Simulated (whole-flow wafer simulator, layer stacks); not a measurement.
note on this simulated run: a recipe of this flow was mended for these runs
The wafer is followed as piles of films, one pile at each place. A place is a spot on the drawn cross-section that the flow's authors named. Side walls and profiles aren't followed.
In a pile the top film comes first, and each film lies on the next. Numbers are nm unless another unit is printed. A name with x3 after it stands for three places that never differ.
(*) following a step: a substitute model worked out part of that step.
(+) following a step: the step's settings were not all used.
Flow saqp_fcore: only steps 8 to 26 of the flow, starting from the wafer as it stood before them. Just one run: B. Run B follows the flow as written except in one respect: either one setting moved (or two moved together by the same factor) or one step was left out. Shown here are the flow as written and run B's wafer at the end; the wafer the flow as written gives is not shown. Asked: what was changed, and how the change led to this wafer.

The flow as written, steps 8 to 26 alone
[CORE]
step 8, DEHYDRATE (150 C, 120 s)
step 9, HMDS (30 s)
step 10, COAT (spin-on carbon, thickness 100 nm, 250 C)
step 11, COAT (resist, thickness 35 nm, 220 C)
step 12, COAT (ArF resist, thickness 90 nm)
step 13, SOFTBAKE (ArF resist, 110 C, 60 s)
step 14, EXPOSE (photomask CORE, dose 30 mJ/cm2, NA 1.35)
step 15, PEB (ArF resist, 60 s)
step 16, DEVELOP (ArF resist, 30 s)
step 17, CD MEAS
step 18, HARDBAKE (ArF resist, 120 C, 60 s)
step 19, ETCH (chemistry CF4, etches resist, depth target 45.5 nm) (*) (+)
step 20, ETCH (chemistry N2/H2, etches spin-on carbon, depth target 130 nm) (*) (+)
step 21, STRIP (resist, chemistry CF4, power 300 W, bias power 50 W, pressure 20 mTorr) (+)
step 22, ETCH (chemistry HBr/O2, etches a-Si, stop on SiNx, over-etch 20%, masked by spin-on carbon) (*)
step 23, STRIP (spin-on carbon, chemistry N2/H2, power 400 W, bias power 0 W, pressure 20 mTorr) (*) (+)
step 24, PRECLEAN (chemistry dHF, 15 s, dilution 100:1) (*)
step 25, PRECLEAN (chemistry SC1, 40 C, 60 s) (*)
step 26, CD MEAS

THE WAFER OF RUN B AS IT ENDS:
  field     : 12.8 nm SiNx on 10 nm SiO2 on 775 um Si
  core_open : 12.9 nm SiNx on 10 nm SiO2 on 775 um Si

Cause: step 24, PRECLEAN: 9 s was run, whereas the flow has 15 s.

The path from the change to this, step by step:
  step 24, PRECLEAN (chemistry dHF, 15 s, dilution 100:1) (*)
      field, core_open: -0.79 SiNx (as written it would have been: -1.31 SiNx)
